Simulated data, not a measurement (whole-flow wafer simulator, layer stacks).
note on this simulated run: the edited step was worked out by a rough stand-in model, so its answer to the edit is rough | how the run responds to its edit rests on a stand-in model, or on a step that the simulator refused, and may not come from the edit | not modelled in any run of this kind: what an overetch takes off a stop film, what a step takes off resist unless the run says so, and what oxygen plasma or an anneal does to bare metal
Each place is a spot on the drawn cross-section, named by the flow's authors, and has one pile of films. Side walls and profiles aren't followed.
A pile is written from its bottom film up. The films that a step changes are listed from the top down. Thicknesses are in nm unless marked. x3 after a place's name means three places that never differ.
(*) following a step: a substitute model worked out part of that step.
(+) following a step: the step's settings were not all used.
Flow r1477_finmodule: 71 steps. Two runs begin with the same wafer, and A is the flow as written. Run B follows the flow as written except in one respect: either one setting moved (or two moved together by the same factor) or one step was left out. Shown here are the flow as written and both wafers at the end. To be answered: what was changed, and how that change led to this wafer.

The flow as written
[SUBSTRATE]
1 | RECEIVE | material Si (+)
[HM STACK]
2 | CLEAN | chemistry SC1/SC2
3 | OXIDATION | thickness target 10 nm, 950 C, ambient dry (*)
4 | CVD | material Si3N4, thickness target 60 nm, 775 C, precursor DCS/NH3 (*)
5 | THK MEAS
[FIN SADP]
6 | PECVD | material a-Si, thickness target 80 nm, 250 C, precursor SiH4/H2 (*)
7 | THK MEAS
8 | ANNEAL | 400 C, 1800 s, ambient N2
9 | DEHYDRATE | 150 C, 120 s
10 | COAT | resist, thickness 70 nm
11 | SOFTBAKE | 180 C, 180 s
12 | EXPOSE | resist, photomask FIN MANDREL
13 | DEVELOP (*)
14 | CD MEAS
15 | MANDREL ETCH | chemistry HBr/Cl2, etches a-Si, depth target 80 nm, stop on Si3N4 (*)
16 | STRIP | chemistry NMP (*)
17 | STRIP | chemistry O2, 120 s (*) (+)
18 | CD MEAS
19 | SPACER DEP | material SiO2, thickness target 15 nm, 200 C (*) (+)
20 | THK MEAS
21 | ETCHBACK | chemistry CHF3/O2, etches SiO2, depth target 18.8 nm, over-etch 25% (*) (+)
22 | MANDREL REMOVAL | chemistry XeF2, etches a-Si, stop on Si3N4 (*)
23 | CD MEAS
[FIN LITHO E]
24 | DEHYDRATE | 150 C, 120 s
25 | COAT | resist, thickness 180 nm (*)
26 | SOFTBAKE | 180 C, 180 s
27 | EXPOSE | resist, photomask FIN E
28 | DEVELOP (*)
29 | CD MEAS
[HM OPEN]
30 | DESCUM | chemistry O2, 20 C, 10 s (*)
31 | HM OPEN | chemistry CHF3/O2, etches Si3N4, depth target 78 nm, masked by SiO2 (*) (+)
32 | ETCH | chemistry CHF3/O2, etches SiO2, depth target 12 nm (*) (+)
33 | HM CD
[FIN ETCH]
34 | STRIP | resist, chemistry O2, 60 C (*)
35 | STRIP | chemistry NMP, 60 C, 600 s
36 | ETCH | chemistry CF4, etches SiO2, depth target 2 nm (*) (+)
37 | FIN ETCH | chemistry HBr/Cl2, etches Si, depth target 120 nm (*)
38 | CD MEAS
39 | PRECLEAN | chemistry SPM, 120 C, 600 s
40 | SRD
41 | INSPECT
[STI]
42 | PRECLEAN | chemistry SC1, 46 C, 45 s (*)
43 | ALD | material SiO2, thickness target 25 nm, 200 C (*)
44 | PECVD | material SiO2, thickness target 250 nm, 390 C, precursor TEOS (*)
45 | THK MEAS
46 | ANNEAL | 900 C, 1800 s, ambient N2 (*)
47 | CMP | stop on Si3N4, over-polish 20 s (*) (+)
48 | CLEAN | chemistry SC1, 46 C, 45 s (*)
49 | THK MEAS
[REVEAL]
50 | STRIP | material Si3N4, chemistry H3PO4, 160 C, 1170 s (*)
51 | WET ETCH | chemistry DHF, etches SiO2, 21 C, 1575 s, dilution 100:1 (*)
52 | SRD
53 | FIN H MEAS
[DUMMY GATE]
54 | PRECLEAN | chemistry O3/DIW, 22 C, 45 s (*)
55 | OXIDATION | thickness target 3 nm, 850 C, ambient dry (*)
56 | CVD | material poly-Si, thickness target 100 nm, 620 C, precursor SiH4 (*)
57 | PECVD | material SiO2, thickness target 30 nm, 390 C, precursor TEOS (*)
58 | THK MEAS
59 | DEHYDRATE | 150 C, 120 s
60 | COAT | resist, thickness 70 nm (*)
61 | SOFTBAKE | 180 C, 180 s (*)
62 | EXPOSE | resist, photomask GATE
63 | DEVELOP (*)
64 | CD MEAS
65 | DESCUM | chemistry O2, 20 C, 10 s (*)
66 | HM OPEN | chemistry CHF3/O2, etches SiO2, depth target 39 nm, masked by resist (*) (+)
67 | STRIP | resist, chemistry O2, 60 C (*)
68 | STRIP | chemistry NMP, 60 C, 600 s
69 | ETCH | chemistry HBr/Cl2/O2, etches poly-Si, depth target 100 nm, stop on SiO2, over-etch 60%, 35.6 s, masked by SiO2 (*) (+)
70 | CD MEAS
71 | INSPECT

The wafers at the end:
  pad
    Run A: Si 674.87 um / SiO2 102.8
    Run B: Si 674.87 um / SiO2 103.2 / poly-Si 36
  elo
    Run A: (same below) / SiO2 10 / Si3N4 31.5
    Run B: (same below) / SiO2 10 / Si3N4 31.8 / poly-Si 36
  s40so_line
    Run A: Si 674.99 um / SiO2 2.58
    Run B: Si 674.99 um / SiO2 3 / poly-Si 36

What caused this: step 57, PECVD: thickness target 43.8 nm was run, while the flow as written has thickness target 30 nm.

How this came from the change, step by step:
  57 | PECVD | material SiO2, thickness target 30 nm, 390 C, precursor TEOS (*)
      pad, padg, elg and 33 more: A +30 SiO2 (new film) | B +43.8 SiO2 (new film)
  66 | HM OPEN | chemistry CHF3/O2, etches SiO2, depth target 39 nm, masked by resist (*) (+)
      pad, elo, eso and 15 more: A -30 SiO2 (all of it), -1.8 poly-Si | B -39 SiO2
  67 | STRIP | resist, chemistry O2, 60 C (*)
      pad, elo, eso and 15 more: A +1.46 chemical SiO2 (new film), -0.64 poly-Si | B nothing
  69 | ETCH | chemistry HBr/Cl2/O2, etches poly-Si, depth target 100 nm, stop on SiO2, over-etch 60%, 35.6 s, masked by SiO2 (*) (+)
      pad, eso, e40so and 8 more: A -1.46 chemical SiO2 (all of it), -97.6 poly-Si (all of it), -0.42 SiO2 | B -4.8 SiO2 (all of it), -64 poly-Si
      elo, e40lo, e100lo, e200lo: A -1.46 chemical SiO2 (all of it), -97.6 poly-Si (all of it), -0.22 Si3N4 | B -4.8 SiO2 (all of it), -64 poly-Si
      (also at 3 further places)
